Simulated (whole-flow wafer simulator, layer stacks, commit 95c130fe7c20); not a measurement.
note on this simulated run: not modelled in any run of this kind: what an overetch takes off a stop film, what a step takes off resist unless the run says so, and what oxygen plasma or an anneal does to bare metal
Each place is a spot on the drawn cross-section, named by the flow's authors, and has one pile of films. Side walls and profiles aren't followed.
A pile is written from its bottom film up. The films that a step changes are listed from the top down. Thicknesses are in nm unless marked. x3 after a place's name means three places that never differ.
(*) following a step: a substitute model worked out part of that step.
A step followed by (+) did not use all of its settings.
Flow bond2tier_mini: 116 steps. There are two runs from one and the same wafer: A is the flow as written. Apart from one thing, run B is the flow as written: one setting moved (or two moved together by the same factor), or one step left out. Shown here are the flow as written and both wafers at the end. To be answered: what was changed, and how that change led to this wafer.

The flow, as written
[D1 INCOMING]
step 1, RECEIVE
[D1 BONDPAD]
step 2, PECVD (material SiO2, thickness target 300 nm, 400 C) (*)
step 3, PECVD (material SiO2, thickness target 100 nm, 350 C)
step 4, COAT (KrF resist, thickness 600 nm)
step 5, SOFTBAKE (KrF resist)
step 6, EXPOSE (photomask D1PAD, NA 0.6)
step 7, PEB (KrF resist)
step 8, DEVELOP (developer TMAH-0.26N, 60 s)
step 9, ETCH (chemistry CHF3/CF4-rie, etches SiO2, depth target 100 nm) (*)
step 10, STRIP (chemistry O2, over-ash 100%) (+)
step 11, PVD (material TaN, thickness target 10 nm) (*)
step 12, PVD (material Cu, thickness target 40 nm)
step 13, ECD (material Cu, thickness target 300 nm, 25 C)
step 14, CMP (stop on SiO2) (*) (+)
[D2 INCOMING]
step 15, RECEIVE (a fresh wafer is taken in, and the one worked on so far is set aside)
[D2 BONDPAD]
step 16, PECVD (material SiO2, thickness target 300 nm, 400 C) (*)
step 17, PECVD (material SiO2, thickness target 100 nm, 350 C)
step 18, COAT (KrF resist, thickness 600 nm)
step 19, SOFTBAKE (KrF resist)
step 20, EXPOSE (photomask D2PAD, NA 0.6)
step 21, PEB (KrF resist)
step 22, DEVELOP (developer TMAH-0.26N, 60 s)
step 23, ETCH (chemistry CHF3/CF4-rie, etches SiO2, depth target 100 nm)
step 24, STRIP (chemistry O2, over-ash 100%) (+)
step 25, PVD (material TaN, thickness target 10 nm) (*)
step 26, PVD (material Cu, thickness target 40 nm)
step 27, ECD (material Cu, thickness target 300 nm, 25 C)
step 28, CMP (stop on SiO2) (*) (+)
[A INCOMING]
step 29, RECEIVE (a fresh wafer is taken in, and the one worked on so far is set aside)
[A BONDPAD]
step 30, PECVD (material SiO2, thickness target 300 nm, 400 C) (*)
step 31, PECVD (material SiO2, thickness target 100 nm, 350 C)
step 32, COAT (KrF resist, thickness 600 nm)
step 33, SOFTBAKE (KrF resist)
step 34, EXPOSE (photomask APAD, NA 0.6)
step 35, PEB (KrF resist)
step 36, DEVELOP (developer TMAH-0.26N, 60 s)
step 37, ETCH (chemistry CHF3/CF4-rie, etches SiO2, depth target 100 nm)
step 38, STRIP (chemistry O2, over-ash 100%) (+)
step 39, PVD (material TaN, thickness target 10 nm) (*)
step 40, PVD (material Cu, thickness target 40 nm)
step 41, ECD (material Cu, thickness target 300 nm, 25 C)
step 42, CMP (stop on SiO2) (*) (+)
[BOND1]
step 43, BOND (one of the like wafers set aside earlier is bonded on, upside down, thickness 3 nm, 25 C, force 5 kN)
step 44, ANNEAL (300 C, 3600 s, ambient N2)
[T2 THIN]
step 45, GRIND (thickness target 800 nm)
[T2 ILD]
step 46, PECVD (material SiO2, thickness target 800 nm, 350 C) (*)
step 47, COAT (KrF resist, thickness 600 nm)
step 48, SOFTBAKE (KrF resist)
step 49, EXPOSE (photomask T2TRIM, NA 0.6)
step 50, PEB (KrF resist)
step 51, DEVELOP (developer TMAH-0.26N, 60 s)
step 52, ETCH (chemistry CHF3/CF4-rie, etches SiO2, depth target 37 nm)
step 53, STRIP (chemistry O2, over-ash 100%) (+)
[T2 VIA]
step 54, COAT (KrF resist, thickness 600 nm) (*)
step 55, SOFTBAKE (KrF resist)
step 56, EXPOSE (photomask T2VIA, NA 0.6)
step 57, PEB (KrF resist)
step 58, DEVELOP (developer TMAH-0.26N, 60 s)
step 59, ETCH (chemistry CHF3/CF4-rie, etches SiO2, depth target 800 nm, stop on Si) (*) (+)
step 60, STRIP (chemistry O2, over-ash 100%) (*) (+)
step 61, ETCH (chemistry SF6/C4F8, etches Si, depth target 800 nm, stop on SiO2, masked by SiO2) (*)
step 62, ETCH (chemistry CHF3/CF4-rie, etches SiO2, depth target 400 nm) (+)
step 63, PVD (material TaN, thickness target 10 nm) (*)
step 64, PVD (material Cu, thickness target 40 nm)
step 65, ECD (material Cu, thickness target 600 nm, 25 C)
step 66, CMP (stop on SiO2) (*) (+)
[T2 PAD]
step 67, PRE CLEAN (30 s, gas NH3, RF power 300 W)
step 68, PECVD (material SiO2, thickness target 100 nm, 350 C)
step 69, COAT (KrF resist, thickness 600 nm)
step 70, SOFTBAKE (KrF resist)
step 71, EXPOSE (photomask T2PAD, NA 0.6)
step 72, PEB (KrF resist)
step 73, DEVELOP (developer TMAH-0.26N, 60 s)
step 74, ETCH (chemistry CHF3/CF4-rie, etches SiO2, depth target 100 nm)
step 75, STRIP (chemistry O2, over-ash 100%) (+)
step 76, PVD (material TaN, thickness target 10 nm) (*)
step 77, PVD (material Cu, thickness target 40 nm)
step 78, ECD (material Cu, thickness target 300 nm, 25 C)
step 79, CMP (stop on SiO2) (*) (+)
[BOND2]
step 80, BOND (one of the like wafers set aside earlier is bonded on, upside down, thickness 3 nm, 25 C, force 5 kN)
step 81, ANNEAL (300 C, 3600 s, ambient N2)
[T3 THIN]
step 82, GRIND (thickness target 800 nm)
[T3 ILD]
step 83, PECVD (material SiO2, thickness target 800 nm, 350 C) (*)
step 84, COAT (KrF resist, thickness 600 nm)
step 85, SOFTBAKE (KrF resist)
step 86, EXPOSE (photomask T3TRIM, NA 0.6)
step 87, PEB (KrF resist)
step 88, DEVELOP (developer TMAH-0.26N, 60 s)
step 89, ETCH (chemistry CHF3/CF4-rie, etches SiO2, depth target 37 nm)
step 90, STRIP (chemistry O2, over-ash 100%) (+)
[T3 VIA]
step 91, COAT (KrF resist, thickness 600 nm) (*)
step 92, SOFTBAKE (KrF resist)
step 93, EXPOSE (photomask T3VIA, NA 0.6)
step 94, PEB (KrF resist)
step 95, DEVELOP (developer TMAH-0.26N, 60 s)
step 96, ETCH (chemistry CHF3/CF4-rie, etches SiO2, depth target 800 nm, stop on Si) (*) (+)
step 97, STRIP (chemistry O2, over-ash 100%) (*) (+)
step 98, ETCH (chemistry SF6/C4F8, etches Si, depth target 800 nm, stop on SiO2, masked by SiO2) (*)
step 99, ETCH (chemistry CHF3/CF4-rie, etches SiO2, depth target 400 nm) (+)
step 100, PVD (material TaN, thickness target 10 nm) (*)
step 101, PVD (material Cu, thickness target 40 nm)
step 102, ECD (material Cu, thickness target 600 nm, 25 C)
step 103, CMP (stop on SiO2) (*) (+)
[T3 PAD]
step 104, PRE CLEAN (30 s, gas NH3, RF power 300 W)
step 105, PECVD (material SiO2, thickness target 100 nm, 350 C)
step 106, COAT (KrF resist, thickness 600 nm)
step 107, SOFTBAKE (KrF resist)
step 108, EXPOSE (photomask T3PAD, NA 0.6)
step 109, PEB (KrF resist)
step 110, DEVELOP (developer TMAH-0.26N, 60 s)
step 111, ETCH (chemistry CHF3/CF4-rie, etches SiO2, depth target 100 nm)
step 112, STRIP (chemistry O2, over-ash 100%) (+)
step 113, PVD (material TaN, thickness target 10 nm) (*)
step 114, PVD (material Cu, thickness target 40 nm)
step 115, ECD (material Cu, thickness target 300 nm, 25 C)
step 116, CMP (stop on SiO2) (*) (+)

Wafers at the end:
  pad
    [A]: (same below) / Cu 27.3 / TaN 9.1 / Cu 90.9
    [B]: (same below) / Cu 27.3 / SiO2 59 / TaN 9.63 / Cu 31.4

What caused this: step 111, ETCH: depth target 41 nm was run, whereas the flow has depth target 100 nm.

The path from the change to this, step by step:
  step 111, ETCH (chemistry CHF3/CF4-rie, etches SiO2, depth target 100 nm)
      pad: A -100 SiO2 (all of it) | B -41 SiO2
      field: A -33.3 KrF resist | B -13.7 KrF resist
  step 112, STRIP (chemistry O2, over-ash 100%) (+)
      field: A -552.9 KrF resist (all of it) | B -572.6 KrF resist (all of it)
  step 113, PVD (material TaN, thickness target 10 nm) (*)
      pad: A +9.1 TaN (new film) | B +9.63 TaN (new film)
  step 114, PVD (material Cu, thickness target 40 nm)
      pad: A +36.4 Cu (new film) | B +38.5 Cu (new film)
  step 115, ECD (material Cu, thickness target 300 nm, 25 C)
      pad: A +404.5 Cu | B +342.9 Cu
If metal films that touch count as one body, pad has 4 bodies (between them, from the top down: SiO2 59; SiO2 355 / Si 800 / chemical SiO2 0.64 / SiO2 300; SiO2 355 / Si 800 / chemical SiO2 0.64 / SiO2 300); the flow as written gives 3 bodies (between them, from the top down: SiO2 355 / Si 800 / chemical SiO2 0.64 / SiO2 300; SiO2 355 / Si 800 / chemical SiO2 0.64 / SiO2 300).
